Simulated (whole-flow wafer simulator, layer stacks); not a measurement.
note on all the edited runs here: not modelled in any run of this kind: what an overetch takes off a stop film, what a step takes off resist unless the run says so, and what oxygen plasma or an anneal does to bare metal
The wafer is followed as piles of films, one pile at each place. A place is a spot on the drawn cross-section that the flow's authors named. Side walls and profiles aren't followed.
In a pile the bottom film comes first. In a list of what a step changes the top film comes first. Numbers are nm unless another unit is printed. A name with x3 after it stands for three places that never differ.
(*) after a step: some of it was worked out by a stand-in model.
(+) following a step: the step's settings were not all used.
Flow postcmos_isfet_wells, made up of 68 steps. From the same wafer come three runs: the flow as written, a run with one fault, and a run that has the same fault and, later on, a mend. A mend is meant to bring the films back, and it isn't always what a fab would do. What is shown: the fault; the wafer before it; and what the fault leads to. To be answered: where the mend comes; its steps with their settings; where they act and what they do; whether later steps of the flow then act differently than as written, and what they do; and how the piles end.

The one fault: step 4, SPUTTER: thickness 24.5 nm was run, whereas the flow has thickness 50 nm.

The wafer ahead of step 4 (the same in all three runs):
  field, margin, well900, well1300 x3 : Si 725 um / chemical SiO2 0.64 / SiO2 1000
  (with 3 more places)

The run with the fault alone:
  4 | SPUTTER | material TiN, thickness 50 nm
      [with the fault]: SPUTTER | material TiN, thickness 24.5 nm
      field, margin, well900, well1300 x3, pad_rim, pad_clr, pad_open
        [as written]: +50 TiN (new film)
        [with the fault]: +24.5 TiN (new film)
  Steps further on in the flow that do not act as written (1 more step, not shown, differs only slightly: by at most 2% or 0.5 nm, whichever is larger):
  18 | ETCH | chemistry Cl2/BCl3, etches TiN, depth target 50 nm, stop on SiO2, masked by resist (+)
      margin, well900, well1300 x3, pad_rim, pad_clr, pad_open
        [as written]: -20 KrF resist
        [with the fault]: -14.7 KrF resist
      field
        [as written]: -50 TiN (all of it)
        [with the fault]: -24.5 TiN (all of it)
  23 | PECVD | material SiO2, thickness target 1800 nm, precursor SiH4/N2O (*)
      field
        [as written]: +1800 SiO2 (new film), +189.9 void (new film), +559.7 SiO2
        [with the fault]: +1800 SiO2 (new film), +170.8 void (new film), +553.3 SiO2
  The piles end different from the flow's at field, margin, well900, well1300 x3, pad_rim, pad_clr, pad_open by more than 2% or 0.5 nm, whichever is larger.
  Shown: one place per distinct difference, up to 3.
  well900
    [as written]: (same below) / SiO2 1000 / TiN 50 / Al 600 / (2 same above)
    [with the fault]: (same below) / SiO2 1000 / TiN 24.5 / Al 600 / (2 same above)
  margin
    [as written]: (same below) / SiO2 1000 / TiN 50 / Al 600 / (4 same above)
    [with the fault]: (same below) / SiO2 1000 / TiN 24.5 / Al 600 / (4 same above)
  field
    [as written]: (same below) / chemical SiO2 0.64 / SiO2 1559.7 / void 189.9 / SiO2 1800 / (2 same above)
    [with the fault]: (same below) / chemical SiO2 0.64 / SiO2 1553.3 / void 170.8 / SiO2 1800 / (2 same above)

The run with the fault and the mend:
  The mend follows step 4.
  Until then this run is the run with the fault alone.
  4a | SPUTTER | material TiN, thickness 25.5 nm (the flow's step 4 again, with other settings)
      field, margin, well900, well1300 x3, pad_rim, pad_clr, pad_open
        +25.5 TiN
  Later steps of the flow that are run all act as written at every place that is followed.
  By the end, the piles equal the flow's at every place that both follow.
